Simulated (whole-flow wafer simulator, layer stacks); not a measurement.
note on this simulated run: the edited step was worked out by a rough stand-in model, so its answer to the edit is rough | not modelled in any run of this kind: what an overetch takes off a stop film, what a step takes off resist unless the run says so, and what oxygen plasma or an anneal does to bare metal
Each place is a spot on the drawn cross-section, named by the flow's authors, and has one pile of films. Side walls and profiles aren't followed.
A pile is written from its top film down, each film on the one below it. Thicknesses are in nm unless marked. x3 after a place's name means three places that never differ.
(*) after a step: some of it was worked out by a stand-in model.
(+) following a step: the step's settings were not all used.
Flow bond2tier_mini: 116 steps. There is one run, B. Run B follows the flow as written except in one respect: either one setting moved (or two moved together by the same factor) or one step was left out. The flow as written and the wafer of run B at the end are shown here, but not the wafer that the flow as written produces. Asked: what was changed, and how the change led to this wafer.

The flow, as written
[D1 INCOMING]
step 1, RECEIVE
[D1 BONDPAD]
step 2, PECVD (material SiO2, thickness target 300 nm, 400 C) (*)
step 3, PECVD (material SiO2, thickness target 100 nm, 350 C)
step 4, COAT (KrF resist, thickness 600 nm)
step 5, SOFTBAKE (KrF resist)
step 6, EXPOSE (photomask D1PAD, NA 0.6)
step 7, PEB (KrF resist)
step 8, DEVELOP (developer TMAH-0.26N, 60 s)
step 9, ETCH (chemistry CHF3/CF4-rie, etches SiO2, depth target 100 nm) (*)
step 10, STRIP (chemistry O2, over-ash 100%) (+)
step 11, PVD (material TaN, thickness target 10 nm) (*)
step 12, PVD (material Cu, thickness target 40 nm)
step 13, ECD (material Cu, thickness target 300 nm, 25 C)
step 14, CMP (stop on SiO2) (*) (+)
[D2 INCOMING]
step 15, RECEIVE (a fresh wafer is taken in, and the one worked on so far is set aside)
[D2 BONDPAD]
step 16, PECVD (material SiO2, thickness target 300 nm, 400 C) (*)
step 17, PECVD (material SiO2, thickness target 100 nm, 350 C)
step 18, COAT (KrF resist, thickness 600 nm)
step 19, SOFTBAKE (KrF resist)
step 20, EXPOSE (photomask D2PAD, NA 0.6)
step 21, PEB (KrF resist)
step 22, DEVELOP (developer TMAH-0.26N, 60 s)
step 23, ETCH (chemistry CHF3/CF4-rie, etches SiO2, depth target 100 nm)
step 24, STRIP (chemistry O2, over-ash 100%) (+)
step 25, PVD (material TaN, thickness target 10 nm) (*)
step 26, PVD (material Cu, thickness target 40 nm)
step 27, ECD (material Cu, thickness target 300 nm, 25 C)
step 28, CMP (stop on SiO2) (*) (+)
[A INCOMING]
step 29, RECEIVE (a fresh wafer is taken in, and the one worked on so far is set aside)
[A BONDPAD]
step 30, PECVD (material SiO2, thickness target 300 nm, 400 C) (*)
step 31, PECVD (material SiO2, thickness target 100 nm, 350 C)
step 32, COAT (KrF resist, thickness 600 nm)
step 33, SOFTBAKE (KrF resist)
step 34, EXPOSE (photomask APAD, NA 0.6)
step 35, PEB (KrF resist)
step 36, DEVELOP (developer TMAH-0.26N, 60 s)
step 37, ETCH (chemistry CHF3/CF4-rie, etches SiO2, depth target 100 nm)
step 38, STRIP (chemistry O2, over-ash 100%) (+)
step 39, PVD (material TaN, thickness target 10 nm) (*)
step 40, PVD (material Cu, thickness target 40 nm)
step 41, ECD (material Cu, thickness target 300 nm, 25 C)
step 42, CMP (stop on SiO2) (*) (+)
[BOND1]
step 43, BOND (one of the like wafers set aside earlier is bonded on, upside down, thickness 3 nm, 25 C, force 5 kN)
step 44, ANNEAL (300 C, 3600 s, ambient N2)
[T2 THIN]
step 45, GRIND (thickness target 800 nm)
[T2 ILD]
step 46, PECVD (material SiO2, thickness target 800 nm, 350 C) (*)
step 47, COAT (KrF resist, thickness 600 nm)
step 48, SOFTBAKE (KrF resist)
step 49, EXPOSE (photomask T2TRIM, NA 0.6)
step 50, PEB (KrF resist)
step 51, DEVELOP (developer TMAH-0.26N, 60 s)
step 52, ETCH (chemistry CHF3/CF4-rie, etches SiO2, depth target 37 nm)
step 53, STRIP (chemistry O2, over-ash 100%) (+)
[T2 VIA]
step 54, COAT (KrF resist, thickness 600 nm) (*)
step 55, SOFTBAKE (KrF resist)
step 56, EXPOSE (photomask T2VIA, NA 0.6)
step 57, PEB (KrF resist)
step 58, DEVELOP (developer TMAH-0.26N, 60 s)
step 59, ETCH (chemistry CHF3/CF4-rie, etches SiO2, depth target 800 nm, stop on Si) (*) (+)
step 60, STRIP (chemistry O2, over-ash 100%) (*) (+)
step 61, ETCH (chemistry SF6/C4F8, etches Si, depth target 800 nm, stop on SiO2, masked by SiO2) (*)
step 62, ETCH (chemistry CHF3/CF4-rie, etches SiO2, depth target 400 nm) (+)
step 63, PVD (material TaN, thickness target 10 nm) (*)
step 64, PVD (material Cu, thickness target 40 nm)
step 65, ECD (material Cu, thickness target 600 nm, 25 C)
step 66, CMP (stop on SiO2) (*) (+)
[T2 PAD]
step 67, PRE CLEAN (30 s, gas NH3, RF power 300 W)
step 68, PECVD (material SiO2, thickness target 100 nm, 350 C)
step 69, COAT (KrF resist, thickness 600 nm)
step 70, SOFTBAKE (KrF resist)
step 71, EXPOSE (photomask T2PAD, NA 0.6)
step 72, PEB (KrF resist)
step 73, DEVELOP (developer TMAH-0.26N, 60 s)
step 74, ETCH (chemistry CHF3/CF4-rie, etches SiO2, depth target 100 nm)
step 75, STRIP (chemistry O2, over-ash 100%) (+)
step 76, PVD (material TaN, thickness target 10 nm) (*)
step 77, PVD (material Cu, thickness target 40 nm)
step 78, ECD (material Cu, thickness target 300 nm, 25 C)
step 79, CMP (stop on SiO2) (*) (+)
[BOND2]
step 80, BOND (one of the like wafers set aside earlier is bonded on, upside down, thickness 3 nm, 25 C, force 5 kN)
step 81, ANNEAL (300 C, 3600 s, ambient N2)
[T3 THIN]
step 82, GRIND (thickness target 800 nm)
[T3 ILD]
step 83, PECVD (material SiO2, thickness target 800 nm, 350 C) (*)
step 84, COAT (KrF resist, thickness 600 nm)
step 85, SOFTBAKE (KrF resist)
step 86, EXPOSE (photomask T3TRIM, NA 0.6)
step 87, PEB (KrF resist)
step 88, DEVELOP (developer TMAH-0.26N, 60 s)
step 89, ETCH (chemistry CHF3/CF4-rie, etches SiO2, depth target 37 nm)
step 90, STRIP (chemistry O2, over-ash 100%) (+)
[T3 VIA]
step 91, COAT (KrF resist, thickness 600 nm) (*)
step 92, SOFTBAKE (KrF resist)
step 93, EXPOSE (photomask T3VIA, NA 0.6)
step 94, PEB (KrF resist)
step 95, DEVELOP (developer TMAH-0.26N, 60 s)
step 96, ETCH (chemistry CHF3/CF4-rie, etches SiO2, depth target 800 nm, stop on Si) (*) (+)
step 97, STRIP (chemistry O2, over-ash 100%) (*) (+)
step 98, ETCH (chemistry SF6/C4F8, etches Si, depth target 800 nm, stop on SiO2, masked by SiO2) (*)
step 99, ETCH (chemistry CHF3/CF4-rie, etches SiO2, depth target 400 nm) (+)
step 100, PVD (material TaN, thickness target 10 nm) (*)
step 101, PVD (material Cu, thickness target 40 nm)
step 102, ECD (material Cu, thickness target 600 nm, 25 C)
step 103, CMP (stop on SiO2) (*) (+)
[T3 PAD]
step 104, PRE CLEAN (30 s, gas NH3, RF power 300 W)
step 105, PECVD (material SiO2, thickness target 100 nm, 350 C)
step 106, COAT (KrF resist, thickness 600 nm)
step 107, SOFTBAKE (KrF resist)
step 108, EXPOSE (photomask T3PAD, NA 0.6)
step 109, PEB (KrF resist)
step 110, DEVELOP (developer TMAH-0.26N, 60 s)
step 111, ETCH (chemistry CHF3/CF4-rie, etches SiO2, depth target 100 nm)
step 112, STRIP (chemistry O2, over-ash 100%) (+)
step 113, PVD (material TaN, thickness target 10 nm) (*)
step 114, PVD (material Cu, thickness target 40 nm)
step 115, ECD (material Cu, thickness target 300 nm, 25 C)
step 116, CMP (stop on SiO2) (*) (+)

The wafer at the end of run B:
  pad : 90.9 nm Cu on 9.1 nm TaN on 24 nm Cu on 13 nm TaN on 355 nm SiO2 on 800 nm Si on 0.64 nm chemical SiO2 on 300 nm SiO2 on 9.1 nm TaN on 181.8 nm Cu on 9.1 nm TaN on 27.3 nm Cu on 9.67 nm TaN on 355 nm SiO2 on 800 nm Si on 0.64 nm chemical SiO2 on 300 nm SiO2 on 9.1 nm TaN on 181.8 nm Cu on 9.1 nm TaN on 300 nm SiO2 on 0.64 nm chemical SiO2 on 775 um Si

Cause: step 100, PVD: thickness target 13.5 nm was run, while the flow as written has thickness target 10 nm.

Step by step, how the change led to this:
  step 100, PVD (material TaN, thickness target 10 nm) (*)
      field: +13.5 TaN (new film) (it would be, as written: +10 TaN (new film))
      pad: +13 TaN (new film) (it would be, as written: +9.67 TaN (new film))
  step 103, CMP (stop on SiO2) (*) (+)
      field: -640 Cu (all of it), -13.5 TaN (all of it) (it would be, as written: -640 Cu (all of it), -10 TaN (all of it))
